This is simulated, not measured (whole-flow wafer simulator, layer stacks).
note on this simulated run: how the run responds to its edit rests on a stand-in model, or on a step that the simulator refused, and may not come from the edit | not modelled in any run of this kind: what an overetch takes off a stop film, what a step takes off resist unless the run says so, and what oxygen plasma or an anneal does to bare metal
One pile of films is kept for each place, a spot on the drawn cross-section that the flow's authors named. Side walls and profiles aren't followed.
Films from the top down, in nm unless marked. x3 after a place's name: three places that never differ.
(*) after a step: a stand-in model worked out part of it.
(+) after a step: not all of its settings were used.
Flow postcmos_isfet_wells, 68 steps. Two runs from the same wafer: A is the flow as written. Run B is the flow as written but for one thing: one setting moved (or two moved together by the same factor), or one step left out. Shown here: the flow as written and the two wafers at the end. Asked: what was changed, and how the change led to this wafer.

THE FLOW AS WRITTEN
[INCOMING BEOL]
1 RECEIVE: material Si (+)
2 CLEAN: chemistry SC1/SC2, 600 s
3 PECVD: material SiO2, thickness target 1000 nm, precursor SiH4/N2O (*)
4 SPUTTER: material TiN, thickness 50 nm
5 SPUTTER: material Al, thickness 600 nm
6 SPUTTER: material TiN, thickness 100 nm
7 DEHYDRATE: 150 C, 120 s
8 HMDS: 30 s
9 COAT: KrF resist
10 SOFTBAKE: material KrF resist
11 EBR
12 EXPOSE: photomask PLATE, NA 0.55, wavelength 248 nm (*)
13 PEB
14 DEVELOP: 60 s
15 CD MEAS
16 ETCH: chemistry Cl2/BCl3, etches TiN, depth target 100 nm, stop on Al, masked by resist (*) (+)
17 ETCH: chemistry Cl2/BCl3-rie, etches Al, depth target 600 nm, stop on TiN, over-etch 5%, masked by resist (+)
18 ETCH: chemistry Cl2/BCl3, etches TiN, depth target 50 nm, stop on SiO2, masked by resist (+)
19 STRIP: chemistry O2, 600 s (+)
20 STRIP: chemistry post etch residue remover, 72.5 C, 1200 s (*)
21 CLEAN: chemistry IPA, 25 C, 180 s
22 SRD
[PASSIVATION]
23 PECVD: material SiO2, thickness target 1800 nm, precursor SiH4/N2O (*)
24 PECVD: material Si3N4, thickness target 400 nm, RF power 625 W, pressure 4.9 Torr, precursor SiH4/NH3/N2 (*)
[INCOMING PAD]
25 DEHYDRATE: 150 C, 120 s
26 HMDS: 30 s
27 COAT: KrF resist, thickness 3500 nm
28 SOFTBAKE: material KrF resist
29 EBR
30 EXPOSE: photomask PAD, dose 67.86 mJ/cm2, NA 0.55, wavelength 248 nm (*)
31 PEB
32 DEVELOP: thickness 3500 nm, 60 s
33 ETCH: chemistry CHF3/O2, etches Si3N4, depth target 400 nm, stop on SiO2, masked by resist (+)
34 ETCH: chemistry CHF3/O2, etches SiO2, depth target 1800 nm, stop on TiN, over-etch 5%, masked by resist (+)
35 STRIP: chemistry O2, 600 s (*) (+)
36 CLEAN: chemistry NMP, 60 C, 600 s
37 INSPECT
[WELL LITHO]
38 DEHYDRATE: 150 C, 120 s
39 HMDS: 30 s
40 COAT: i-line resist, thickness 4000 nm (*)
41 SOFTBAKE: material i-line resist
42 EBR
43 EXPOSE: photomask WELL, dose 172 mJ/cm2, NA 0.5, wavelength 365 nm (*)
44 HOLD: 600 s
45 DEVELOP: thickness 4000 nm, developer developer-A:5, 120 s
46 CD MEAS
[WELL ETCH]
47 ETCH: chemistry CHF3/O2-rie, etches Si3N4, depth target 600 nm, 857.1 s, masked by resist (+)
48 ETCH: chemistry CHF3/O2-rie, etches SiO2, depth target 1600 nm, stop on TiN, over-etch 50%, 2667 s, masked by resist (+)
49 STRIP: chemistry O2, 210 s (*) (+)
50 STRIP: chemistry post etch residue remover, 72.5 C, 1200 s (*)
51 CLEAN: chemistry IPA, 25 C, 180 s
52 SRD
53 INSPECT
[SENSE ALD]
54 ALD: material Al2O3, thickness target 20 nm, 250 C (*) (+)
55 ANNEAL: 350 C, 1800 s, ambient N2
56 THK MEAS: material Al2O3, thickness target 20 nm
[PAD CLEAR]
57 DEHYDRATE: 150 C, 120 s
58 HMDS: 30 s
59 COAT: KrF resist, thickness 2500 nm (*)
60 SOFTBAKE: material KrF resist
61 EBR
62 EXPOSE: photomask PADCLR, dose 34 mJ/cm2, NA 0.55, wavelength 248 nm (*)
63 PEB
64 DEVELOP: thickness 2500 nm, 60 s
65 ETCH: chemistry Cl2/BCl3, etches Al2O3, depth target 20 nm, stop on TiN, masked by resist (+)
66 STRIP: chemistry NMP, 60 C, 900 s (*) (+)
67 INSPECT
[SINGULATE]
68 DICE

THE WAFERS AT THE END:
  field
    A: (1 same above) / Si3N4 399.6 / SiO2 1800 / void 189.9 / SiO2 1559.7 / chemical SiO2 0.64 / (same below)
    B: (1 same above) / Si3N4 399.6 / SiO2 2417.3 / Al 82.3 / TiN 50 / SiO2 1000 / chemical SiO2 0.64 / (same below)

The cause: step 17, ETCH: depth target 462 nm was run, where the flow has depth target 600 nm.

How the change led to this, step by step:
  17 ETCH: chemistry Cl2/BCl3-rie, etches Al, depth target 600 nm, stop on TiN, over-etch 5%, masked by resist (+)
      field: A Al -600 (all of it) | B Al -462
      margin, well900, well1300 x3, pad_rim, pad_clr, pad_open: A KrF resist -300 | B KrF resist -231
  18 ETCH: chemistry Cl2/BCl3, etches TiN, depth target 50 nm, stop on SiO2, masked by resist (+)
      field: A TiN -50 (all of it) | B Al -50
  19 STRIP: chemistry O2, 600 s (+)
      margin, well900, well1300 x3, pad_rim, pad_clr, pad_open: A KrF resist -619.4 (all of it) | B KrF resist -688.4 (all of it)
  20 STRIP: chemistry post etch residue remover, 72.5 C, 1200 s (*)
      field: A nothing | B Al -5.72
  23 PECVD: material SiO2, thickness target 1800 nm, precursor SiH4/N2O (*)
      field: A SiO2 +1800 (new film), void +189.9 (new film), SiO2 +559.7 | B SiO2 +2417.3 (new film)
Counting metal films that touch as one body, field has 1 body; the flow as written gives 0 bodies.
